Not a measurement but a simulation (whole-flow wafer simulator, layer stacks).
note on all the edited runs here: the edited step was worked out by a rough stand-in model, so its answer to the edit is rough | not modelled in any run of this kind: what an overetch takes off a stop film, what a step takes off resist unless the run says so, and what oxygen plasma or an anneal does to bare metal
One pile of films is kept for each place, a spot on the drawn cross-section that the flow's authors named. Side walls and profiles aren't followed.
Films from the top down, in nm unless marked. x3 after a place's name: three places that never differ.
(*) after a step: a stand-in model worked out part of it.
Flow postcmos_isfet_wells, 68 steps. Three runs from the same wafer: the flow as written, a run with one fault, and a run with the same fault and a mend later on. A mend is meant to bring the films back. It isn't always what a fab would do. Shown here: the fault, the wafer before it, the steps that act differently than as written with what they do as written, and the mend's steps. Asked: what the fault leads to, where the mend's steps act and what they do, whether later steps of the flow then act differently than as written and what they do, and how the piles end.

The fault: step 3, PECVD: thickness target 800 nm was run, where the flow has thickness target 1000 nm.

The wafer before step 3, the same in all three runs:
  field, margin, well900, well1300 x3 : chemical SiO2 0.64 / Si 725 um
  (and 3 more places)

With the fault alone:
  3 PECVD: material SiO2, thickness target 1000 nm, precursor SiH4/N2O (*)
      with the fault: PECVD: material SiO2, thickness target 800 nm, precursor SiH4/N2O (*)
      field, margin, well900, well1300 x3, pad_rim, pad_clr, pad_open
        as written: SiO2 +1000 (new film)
        with the fault: SiO2 +800 (new film)
  No later step of the flow acts differently than as written at any place that is followed.
  At the end the piles differ from the flow's by more than 2% or 0.5 nm, whichever is larger, at field, margin, well900, well1300 x3, pad_rim, pad_clr, pad_open.
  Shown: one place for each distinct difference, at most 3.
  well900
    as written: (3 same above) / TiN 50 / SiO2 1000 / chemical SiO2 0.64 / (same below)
    with the fault: (3 same above) / TiN 50 / SiO2 800 / chemical SiO2 0.64 / (same below)
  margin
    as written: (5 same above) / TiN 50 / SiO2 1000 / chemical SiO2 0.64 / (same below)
    with the fault: (5 same above) / TiN 50 / SiO2 800 / chemical SiO2 0.64 / (same below)
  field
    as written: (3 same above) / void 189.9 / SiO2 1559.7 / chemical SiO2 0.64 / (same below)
    with the fault: (3 same above) / void 189.9 / SiO2 1359.7 / chemical SiO2 0.64 / (same below)

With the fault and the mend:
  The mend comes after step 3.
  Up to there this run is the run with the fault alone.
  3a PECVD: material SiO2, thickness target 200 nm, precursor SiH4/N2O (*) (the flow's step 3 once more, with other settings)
      field, margin, well900, well1300 x3, pad_rim, pad_clr, pad_open
        SiO2 +200
  No later step of the flow acts differently than as written at any place that is followed.
  At the end the piles are the same as the flow's at every place that both follow.
